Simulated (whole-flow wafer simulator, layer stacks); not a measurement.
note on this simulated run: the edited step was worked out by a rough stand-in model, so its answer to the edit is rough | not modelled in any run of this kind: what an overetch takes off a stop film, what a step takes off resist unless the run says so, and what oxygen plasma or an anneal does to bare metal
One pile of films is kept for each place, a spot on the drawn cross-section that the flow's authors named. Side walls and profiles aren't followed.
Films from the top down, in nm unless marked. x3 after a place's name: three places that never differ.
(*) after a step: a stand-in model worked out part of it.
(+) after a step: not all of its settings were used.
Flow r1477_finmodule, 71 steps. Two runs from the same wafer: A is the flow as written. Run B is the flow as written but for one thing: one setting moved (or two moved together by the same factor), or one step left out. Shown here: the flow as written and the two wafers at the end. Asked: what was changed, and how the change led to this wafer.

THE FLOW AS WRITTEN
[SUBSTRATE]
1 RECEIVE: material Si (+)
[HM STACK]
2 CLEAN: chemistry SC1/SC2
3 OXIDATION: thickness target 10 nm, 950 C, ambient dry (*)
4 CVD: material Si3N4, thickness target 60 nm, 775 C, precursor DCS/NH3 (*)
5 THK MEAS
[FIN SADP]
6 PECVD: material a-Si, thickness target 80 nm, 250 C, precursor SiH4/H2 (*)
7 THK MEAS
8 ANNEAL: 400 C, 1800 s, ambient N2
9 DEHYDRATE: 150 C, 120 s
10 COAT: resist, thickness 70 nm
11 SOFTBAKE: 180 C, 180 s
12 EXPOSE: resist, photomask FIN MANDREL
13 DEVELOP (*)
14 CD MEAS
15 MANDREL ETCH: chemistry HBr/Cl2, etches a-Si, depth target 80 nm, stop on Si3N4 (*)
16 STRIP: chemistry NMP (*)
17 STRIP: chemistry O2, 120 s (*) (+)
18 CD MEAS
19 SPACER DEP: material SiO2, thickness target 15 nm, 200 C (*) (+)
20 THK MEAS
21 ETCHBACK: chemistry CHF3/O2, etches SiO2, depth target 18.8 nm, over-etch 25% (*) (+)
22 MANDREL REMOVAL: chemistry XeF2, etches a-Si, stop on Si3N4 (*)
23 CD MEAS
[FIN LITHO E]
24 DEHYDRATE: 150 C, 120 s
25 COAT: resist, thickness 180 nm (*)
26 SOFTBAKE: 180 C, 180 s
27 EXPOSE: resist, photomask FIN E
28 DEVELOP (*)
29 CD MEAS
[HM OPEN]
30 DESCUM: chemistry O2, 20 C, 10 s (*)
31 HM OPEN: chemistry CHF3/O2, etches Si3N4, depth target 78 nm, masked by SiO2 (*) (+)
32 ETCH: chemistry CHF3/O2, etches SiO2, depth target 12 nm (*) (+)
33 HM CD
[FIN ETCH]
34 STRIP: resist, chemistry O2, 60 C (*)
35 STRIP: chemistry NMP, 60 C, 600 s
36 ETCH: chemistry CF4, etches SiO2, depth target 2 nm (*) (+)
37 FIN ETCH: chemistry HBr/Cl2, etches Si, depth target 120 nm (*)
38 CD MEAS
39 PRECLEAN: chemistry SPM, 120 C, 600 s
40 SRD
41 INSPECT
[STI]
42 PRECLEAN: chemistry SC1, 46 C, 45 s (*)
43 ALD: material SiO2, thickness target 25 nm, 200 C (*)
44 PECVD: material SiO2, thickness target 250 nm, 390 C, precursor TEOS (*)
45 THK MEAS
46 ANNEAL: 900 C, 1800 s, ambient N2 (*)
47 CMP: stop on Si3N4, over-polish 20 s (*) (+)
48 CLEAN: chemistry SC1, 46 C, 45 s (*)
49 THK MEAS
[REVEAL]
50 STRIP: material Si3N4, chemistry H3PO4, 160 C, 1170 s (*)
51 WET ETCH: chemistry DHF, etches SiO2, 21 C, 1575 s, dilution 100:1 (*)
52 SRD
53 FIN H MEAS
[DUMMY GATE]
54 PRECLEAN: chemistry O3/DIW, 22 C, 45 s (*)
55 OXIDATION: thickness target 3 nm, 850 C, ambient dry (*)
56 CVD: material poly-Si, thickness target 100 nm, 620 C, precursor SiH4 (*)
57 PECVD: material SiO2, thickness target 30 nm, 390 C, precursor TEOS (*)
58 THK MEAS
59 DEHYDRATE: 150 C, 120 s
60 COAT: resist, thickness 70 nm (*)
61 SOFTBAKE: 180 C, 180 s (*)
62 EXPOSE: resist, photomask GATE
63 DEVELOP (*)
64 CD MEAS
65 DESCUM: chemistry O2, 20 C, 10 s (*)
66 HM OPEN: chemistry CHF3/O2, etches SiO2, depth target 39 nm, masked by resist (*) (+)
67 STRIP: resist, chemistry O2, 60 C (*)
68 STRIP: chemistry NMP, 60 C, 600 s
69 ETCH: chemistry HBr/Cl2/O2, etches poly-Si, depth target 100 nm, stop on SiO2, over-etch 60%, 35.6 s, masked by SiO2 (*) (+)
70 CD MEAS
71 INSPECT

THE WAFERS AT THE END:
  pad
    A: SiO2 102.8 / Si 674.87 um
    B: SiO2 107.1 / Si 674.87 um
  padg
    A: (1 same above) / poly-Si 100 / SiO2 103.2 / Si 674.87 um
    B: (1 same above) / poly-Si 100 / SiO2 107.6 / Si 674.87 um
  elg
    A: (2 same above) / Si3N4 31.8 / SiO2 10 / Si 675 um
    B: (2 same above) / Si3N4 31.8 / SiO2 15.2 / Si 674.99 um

The cause: step 3, OXIDATION: thickness target 15.2 nm was run, where the flow has thickness target 10 nm.
It can be read off the wafer: elg has SiO2 15.2, and step 3 as written asks for 10 nm.

How the change led to this, step by step:
  3 OXIDATION: thickness target 10 nm, 950 C, ambient dry (*)
      pad, padg, elg and 33 more: A SiO2 +10 (new film), chemical SiO2 -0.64 (all of it), Si -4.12 | B SiO2 +15.2 (new film), chemical SiO2 -0.64 (all of it), Si -6.4
  31 HM OPEN: chemistry CHF3/O2, etches Si3N4, depth target 78 nm, masked by SiO2 (*) (+)
      pad, padg, esg and 13 more: A Si3N4 -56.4 (all of it), SiO2 -10 (all of it) | B Si3N4 -56.4 (all of it), SiO2 -10.8
  32 ETCH: chemistry CHF3/O2, etches SiO2, depth target 12 nm (*) (+)
      pad, padg, e40sg and 11 more: A Si -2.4 | B SiO2 -4.39 (all of it), Si -1.52
      esg, eso: A Si -1.77 | B SiO2 -4.39 (all of it), Si -1.52
      (and at 6 more places)
  43 ALD: material SiO2, thickness target 25 nm, 200 C (*)
      esg: A SiO2 +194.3 (new film) | B SiO2 +199.2 (new film)
  47 CMP: stop on Si3N4, over-polish 20 s (*) (+)
      pad, padg, e40sg and 11 more: A SiO2 -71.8 | B SiO2 -67.4
      eso: A SiO2 -72.4 | B SiO2 -67.4
  51 WET ETCH: chemistry DHF, etches SiO2, 21 C, 1575 s, dilution 100:1 (*)
      s40sg_line, s45sg_line, s50sg_line, s40so_line, s45so_line, s50so_line: A SiO2 -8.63 (all of it) | B SiO2 -13.8 (all of it)
  56 CVD: material poly-Si, thickness target 100 nm, 620 C, precursor SiH4 (*)
      s40cg, s40co: A poly-Si +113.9 (new film) | B poly-Si +108.7 (new film)
      s45cg, s45co: A poly-Si +113.4 (new film) | B poly-Si +108.2 (new film)
      (and at 2 more places)
  60 COAT: resist, thickness 70 nm (*)
      s40sg, s40so: A resist +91 (new film) | B resist +86.1 (new film)
      s45sg, s45so: A resist +91 (new film) | B resist +86 (new film)
      (and at 2 more places)
  63 DEVELOP (*)
      s40so: A resist -91 (all of it) | B resist -86.1 (all of it)
      s45so: A resist -91 (all of it) | B resist -86 (all of it)
      (and at 1 more place)
  67 STRIP: resist, chemistry O2, 60 C (*)
      s40sg: A resist -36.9 (all of it) | B resist -32 (all of it)
      s45sg: A resist -36.9 (all of it) | B resist -31.9 (all of it)
      (and at 1 more place)
  69 ETCH: chemistry HBr/Cl2/O2, etches poly-Si, depth target 100 nm, stop on SiO2, over-etch 60%, 35.6 s, masked by SiO2 (*) (+)
      s40co: A chemical SiO2 -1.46 (all of it), poly-Si -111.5 (all of it), SiO2 -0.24 | B chemical SiO2 -1.46 (all of it), poly-Si -106.3 (all of it), SiO2 -0.27
      s45co: A chemical SiO2 -1.46 (all of it), poly-Si -110.9 (all of it), SiO2 -0.25 | B chemical SiO2 -1.46 (all of it), poly-Si -105.7 (all of it), SiO2 -0.27
      (and at 1 more place)
